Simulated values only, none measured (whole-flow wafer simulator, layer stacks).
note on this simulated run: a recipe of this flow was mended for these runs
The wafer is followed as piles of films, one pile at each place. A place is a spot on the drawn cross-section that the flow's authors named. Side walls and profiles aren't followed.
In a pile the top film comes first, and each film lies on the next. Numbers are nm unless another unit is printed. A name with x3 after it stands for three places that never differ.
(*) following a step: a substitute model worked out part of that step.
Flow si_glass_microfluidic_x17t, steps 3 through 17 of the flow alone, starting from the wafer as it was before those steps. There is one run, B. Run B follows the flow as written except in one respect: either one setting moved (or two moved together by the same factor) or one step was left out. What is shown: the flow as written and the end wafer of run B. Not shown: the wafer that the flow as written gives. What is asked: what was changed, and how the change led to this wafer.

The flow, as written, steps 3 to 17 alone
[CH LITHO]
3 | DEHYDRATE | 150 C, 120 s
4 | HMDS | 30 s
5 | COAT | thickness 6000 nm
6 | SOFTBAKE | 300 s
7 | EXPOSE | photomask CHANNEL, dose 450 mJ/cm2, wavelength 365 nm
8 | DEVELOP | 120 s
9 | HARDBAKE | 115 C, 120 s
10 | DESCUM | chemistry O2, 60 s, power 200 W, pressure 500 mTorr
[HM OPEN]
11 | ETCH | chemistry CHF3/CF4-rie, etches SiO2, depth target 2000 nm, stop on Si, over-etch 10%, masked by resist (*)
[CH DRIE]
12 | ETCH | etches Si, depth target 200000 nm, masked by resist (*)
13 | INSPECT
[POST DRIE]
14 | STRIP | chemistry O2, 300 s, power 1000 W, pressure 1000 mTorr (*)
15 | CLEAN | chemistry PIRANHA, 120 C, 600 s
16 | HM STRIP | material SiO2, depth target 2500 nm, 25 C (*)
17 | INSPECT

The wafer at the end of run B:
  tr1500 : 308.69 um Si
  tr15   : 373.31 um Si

What caused this: step 5, COAT: thickness 3750 nm was run, though the flow has thickness 6000 nm.

How this came from the change, step by step:
  5 | COAT | thickness 6000 nm
      land, tr110, tr1500, tr15: thick-i-line-resist gains 3750 (new film) (it would be, as written: thick-i-line-resist gains 6000 (new film))
  8 | DEVELOP | 120 s
      tr110, tr1500, tr15: thick-i-line-resist loses 3750 (all of it) (it would be, as written: thick-i-line-resist loses 6000 (all of it))
  9 | HARDBAKE | 115 C, 120 s
      land: thick-i-line-resist loses 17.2 (it would be, as written: thick-i-line-resist loses 33.5)
  12 | ETCH | etches Si, depth target 200000 nm, masked by resist (*)
      tr1500: Si loses 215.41 um (it would be, as written: Si loses 215.73 um)
      tr15: Si loses 150.79 um (it would be, as written: Si loses 149.99 um)
  14 | STRIP | chemistry O2, 300 s, power 1000 W, pressure 1000 mTorr (*)
      land: thick-i-line-resist loses 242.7 (all of it) (it would be, as written: thick-i-line-resist loses 2472.3 (all of it))
